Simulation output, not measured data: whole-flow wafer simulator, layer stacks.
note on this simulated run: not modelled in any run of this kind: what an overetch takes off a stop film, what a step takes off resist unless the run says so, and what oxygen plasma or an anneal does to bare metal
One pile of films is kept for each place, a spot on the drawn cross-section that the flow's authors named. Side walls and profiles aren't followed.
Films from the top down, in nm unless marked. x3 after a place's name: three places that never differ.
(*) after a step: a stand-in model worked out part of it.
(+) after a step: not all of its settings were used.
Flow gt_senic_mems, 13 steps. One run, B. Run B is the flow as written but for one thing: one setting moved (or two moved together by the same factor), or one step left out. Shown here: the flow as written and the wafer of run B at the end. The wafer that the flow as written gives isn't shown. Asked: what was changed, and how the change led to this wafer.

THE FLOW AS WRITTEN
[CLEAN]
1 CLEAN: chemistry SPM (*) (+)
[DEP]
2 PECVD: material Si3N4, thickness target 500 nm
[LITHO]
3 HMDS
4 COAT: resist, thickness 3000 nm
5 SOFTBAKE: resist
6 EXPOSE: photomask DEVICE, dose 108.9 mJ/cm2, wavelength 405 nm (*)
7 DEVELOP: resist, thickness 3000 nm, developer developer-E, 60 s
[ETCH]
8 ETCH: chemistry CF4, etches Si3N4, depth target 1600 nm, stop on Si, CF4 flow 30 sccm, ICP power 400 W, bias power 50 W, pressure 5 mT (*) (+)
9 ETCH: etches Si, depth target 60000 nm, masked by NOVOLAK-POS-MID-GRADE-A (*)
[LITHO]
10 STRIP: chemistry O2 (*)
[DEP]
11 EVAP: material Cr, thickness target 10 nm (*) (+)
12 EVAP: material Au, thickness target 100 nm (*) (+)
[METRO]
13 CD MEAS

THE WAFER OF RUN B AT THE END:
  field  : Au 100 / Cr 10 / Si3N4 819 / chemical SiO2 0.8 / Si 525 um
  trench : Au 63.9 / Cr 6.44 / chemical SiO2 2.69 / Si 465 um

The cause: step 2, PECVD: thickness target 819 nm was run, where the flow has thickness target 500 nm.
It can be read off the wafer: field has Si3N4 819, and step 2 as written asks for 500 nm.

How the change led to this, step by step:
  2 PECVD: material Si3N4, thickness target 500 nm
      field, trench: Si3N4 +819 (new film) (as written it would be: Si3N4 +500 (new film))
  8 ETCH: chemistry CF4, etches Si3N4, depth target 1600 nm, stop on Si, CF4 flow 30 sccm, ICP power 400 W, bias power 50 W, pressure 5 mT (*) (+)
      field: resist -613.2 (as written it would be: resist -400.5)
      trench: Si3N4 -819 (all of it), chemical SiO2 -0.8 (all of it) (as written it would be: Si3N4 -500 (all of it), chemical SiO2 -0.8 (all of it))
  10 STRIP: chemistry O2 (*)
      field: resist -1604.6 (all of it) (as written it would be: resist -1817.3 (all of it))
